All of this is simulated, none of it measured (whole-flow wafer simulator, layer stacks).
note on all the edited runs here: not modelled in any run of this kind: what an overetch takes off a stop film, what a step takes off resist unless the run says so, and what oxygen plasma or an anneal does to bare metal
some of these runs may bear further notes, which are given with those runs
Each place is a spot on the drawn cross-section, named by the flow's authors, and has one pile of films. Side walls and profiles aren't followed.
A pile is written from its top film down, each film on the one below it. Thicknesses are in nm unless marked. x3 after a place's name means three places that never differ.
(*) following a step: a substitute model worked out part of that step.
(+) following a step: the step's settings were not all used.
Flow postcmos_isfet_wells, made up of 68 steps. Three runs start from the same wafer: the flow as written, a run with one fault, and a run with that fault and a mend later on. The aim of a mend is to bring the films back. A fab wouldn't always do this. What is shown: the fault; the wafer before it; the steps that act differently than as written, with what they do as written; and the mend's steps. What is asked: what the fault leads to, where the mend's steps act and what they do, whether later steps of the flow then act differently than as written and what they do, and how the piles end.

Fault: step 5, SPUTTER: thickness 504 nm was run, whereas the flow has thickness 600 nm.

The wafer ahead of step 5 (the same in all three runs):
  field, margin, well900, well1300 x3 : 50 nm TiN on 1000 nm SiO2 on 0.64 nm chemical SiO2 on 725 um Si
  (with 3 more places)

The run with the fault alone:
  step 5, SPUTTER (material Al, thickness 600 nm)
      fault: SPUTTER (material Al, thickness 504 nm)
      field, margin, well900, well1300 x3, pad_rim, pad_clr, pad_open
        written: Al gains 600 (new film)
        fault: Al gains 504 (new film)
  Later steps of the flow acting differently than as written:
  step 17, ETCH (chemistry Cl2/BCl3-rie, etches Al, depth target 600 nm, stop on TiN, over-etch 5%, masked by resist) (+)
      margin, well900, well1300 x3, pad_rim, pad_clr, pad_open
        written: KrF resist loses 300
        fault: KrF resist loses 264.6
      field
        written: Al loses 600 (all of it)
        fault: Al loses 504 (all of it)
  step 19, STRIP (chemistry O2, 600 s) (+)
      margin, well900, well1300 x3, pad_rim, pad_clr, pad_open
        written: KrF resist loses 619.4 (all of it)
        fault: KrF resist loses 654.8 (all of it)
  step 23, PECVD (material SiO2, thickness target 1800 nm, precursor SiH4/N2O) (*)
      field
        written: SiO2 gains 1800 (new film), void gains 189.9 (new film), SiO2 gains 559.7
        fault: SiO2 gains 2453.6
  By the end, the piles at field, margin, well900, well1300 x3, pad_rim, pad_clr, pad_open depart from the flow's by more than 2% or 0.5 nm, whichever is larger.
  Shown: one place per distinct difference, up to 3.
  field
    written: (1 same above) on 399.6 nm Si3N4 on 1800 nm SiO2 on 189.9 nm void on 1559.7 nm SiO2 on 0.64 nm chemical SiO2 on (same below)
    fault: (1 same above) on 399.6 nm Si3N4 on 3453.6 nm SiO2 on 0.64 nm chemical SiO2 on (same below)
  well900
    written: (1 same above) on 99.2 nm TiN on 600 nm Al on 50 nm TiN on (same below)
    fault: (1 same above) on 99.2 nm TiN on 504 nm Al on 50 nm TiN on (same below)
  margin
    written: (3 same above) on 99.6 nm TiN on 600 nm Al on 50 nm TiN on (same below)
    fault: (3 same above) on 99.6 nm TiN on 504 nm Al on 50 nm TiN on (same below)

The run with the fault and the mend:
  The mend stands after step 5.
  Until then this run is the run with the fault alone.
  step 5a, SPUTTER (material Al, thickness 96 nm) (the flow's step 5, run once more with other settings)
      field, margin, well900, well1300 x3, pad_rim, pad_clr, pad_open
        Al gains 96
  Every later step of the flow that is run acts as written at every place that is followed.
  The piles end the same as the flow's at every place that both follow.
